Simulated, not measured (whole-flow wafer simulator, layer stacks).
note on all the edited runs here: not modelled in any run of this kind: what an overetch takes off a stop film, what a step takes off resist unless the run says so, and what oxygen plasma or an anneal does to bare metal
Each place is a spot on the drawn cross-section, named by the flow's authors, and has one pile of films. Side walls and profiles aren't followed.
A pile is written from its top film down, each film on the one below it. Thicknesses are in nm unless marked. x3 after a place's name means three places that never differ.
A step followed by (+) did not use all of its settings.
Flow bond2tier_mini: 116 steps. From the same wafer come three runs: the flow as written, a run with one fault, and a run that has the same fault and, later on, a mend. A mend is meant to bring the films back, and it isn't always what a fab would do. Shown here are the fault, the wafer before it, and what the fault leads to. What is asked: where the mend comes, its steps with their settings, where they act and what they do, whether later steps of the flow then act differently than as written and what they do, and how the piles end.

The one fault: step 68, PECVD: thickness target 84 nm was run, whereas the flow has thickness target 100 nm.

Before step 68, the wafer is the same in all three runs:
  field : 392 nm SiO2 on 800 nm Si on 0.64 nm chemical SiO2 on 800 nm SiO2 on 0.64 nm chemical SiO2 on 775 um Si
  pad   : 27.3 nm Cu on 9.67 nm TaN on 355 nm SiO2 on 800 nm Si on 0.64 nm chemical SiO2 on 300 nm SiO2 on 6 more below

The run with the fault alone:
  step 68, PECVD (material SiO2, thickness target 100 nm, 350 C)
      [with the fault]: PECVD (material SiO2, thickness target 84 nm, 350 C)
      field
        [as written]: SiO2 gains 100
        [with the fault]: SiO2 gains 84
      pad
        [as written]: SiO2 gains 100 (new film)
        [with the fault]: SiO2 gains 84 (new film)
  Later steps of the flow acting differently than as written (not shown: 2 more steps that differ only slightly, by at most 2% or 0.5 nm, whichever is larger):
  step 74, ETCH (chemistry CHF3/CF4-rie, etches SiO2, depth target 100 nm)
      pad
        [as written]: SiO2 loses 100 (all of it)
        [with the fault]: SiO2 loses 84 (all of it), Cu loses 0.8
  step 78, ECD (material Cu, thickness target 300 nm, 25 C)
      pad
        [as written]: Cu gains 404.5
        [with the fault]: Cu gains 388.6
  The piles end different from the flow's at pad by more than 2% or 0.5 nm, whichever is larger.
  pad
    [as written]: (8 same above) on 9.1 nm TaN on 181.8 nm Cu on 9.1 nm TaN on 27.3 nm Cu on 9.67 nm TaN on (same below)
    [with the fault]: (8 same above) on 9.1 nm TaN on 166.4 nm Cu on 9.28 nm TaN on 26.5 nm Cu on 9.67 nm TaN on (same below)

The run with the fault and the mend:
  The mend follows step 73.
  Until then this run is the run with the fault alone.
  step 73a, STRIP (chemistry O2, over-ash 100%) (+)
      field
        KrF resist loses 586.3 (all of it)
  step 73b, PECVD (material SiO2, thickness target 16 nm, 350 C) (a further turn of the flow's step 68, with different settings)
      field, pad
        SiO2 gains 16
  step 73c, COAT (KrF resist, thickness 600 nm) (a further turn of the flow's step 69)
      field, pad
        KrF resist gains 600 (new film)
  step 73d, SOFTBAKE (KrF resist) (a further turn of the flow's step 70)
      leaves every film unchanged at each place that is followed
  step 73e, EXPOSE (photomask T2PAD, NA 0.6) (a further turn of the flow's step 71)
      leaves every film unchanged at each place that is followed
  step 73f, PEB (KrF resist) (a further turn of the flow's step 72)
      leaves every film unchanged at each place that is followed
  step 73g, DEVELOP (developer TMAH-0.26N, 60 s) (a further turn of the flow's step 73)
      field
        KrF resist loses 13.7
      pad
        KrF resist loses 600 (all of it)
  None of the later steps of the flow acts differently than as written at any place that is followed.
  At every place that both follow, the piles at the end match the flow's.
